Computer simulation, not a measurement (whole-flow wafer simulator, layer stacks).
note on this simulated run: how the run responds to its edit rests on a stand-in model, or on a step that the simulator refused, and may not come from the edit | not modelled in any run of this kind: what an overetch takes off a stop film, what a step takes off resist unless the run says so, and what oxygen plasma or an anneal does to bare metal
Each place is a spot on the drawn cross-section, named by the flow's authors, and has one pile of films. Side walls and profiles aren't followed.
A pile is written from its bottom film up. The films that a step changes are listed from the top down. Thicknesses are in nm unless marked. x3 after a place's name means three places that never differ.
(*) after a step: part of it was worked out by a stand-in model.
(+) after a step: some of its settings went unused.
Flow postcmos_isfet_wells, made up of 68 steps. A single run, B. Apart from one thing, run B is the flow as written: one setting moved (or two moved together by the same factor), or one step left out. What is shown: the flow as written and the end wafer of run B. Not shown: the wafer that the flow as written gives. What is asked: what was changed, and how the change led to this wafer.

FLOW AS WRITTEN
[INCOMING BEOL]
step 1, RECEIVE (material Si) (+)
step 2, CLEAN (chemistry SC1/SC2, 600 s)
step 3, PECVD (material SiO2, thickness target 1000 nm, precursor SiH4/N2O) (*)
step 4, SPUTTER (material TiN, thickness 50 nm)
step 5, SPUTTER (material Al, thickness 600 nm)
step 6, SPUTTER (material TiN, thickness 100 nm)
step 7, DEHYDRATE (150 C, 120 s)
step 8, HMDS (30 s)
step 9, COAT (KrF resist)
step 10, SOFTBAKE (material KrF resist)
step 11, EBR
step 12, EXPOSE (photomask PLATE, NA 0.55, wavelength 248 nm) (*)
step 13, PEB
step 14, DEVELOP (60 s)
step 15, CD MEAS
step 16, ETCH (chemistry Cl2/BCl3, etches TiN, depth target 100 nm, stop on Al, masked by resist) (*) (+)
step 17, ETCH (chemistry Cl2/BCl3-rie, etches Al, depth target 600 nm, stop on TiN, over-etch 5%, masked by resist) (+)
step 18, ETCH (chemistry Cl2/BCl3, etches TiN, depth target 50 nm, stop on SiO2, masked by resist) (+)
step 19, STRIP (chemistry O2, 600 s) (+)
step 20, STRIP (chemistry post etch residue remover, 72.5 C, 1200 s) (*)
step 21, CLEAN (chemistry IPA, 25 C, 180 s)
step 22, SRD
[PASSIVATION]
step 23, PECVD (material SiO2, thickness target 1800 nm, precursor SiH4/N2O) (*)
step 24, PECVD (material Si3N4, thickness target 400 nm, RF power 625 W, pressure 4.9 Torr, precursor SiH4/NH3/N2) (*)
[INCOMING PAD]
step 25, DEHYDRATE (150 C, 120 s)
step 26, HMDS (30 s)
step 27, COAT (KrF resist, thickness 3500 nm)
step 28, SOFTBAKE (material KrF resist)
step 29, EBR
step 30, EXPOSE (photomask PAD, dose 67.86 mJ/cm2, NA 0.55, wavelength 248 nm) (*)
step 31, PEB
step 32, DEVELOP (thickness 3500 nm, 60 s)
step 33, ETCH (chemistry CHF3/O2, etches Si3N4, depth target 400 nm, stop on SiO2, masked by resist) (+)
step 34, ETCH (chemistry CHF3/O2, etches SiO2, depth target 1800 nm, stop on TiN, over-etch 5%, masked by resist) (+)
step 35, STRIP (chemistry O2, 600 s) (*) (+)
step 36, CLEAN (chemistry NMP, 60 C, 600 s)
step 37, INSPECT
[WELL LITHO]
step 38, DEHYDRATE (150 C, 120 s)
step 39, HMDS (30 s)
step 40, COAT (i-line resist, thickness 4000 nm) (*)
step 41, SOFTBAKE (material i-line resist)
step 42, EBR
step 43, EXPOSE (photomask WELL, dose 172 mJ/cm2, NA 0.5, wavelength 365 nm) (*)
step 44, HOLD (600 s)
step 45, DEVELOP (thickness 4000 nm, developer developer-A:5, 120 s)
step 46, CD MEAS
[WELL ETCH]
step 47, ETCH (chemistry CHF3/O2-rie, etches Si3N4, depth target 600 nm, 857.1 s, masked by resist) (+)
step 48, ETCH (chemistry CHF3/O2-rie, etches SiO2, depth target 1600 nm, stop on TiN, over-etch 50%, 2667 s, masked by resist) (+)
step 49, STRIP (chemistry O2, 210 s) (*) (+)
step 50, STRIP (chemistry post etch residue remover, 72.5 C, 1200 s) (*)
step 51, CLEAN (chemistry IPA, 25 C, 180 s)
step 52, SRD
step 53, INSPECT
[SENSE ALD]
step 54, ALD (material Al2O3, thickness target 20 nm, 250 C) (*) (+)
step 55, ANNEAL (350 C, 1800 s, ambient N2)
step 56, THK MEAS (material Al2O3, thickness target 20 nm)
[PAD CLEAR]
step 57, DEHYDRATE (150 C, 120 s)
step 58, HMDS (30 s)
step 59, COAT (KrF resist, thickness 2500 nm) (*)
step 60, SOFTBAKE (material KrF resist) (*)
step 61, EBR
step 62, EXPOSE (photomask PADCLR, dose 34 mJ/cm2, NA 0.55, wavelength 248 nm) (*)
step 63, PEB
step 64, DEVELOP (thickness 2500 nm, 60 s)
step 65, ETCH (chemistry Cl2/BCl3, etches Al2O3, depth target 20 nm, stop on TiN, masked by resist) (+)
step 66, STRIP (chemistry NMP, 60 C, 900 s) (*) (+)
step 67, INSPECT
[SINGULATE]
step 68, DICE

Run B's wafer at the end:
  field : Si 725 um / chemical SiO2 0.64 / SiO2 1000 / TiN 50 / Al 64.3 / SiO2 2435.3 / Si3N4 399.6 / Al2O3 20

Cause: step 17, ETCH: depth target 480 nm was run, though the flow has depth target 600 nm.

How this came from the change, step by step:
  step 17, ETCH (chemistry Cl2/BCl3-rie, etches Al, depth target 600 nm, stop on TiN, over-etch 5%, masked by resist) (+)
      field: -480 Al (as written it would have been: -600 Al (all of it))
      margin, well900, well1300, well2000, well3000, pad_rim, pad_clr, pad_open: -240 KrF resist (as written it would have been: -300 KrF resist)
  step 18, ETCH (chemistry Cl2/BCl3, etches TiN, depth target 50 nm, stop on SiO2, masked by resist) (+)
      field: -50 Al (as written it would have been: -50 TiN (all of it))
  step 19, STRIP (chemistry O2, 600 s) (+)
      margin, well900, well1300, well2000, well3000, pad_rim, pad_clr, pad_open: -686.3 KrF resist (all of it) (as written it would have been: -626.3 KrF resist (all of it))
  step 20, STRIP (chemistry post etch residue remover, 72.5 C, 1200 s) (*)
      field: -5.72 Al (as written it would have been: nothing)
  step 23, PECVD (material SiO2, thickness target 1800 nm, precursor SiH4/N2O) (*)
      field: +2435.3 SiO2 (new film) (as written it would have been: +1800 SiO2 (new film), +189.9 void (new film), +559.7 SiO2)
With metal films that touch counted as one body, field has 1 body; the flow as written gives 0 bodies.
